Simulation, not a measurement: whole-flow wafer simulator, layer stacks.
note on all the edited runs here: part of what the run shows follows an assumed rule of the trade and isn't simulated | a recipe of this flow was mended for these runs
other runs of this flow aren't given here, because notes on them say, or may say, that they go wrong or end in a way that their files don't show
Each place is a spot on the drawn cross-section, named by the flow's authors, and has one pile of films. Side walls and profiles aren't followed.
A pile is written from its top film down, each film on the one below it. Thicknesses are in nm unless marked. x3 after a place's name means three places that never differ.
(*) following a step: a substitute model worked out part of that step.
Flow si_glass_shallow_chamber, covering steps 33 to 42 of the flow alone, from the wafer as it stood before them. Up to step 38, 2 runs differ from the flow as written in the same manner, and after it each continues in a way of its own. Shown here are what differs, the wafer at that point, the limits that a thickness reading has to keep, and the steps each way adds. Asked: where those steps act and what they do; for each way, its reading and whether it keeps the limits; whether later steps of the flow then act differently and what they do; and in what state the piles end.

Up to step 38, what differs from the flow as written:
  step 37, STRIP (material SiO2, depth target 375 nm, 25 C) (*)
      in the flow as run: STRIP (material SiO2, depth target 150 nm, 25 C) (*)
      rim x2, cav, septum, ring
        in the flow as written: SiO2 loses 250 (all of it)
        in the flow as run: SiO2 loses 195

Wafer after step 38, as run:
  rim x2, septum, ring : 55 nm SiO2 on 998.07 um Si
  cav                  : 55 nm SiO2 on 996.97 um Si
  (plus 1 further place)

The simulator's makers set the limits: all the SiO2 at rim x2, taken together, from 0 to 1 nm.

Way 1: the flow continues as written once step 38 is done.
  After step 38, the reading is 55 nm, outside the limits.
  Steps further on in the flow that do not act as written:
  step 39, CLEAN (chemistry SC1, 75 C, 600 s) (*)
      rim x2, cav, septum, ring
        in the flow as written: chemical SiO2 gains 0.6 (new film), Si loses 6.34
        going this way: SiO2 loses 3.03
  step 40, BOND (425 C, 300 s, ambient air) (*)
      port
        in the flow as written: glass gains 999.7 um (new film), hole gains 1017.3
        going this way: glass gains 999.7 um (new film), hole gains 1075
  The piles end different from the flow's at rim x2, cav, septum, ring by more than 2% or 0.5 nm, whichever is larger.
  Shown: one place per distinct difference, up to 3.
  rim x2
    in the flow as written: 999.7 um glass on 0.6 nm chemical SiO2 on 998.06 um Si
    going this way: 999.7 um glass on 52 nm SiO2 on 998.07 um Si
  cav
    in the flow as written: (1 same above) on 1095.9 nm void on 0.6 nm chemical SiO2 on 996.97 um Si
    going this way: (1 same above) on 1095.9 nm void on 52 nm SiO2 on 996.97 um Si

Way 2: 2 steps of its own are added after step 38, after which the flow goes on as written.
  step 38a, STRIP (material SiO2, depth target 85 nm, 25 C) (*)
      rim x2, cav, septum, ring
        SiO2 loses 55 (all of it)
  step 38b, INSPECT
      does not change any film at any place that is followed
  After step 38b, the reading is 0 nm, within the limits.
  None of the later steps of the flow acts differently than as written at any place that is followed.
  At every place that both follow, the piles at the end match the flow's.

The limits are kept by: way 2. They are not kept by: way 1.
